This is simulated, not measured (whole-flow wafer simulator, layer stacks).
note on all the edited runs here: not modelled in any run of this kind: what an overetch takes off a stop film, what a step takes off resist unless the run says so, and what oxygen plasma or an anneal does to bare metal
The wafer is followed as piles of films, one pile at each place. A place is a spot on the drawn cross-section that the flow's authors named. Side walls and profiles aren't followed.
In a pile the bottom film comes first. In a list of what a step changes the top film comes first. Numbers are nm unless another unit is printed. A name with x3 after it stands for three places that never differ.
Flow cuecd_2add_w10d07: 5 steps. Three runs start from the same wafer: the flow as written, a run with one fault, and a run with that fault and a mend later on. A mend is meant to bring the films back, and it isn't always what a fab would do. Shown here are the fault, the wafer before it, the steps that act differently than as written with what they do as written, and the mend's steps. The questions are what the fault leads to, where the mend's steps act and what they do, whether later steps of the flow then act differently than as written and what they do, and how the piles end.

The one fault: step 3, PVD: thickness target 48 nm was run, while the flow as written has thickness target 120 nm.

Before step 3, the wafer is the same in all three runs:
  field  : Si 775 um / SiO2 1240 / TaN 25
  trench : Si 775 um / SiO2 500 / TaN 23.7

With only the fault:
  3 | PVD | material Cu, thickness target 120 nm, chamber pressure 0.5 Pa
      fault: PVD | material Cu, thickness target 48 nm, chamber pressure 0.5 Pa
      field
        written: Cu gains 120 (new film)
        fault: Cu gains 48 (new film)
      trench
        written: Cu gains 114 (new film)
        fault: Cu gains 45.5 (new film)
  Every later step of the flow that is run acts as written at every place that is followed.
  By the end, the piles at field, trench depart from the flow's by more than 2% or 0.5 nm, whichever is larger.
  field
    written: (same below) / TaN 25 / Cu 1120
    fault: (same below) / TaN 25 / Cu 1048
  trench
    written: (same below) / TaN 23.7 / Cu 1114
    fault: (same below) / TaN 23.7 / Cu 1045.5

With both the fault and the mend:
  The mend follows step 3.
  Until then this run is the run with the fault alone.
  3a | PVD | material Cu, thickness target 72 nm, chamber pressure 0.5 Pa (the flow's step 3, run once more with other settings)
      field
        Cu gains 72
      trench
        Cu gains 68.3
  Every later step of the flow that is run acts as written at every place that is followed.
  At the end the piles are close to the flow's at the places that both follow, differing by at most 2% or 0.5 nm, whichever is larger.
